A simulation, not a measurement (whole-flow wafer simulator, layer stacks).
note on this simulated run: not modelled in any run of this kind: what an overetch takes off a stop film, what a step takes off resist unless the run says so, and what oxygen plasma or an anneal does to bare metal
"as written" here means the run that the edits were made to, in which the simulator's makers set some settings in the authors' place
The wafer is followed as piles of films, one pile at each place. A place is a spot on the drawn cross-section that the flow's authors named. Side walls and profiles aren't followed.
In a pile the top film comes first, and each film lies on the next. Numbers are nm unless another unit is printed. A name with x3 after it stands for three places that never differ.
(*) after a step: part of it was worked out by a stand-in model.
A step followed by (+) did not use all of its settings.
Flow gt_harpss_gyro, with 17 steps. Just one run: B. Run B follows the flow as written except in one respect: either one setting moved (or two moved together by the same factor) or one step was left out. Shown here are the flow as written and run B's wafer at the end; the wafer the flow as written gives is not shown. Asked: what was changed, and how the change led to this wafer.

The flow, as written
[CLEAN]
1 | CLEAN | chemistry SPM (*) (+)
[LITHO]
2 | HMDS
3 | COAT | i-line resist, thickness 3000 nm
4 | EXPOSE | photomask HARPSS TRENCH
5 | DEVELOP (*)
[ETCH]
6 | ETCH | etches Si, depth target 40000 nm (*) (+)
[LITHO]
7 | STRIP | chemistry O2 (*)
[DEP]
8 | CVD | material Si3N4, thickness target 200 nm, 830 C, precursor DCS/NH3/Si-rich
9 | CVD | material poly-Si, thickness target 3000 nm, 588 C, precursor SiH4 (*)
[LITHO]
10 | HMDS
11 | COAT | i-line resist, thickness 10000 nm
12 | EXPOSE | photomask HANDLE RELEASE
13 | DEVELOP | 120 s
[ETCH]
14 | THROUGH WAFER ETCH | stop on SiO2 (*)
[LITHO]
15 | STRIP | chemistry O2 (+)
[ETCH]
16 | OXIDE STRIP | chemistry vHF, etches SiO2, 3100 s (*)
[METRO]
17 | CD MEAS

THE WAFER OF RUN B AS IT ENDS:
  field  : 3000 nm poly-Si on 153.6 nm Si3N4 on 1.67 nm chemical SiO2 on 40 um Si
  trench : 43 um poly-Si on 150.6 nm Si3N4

The reason: step 8, CVD: thickness target 153.6 nm was run, while the flow as written has thickness target 200 nm.
One can read it off the wafer: field has Si3N4 153.6, and step 8 as written asks for 200 nm.

How this came from the change, step by step:
  8 | CVD | material Si3N4, thickness target 200 nm, 830 C, precursor DCS/NH3/Si-rich
      field: Si3N4 gains 153.6 (new film) (in the flow as written it would be: Si3N4 gains 200 (new film))
      trench: Si3N4 gains 150.6 (new film) (in the flow as written it would be: Si3N4 gains 195.9 (new film))
  9 | CVD | material poly-Si, thickness target 3000 nm, 588 C, precursor SiH4 (*)
      trench: poly-Si gains 43 um (new film) (in the flow as written it would be: poly-Si gains 43.01 um (new film))
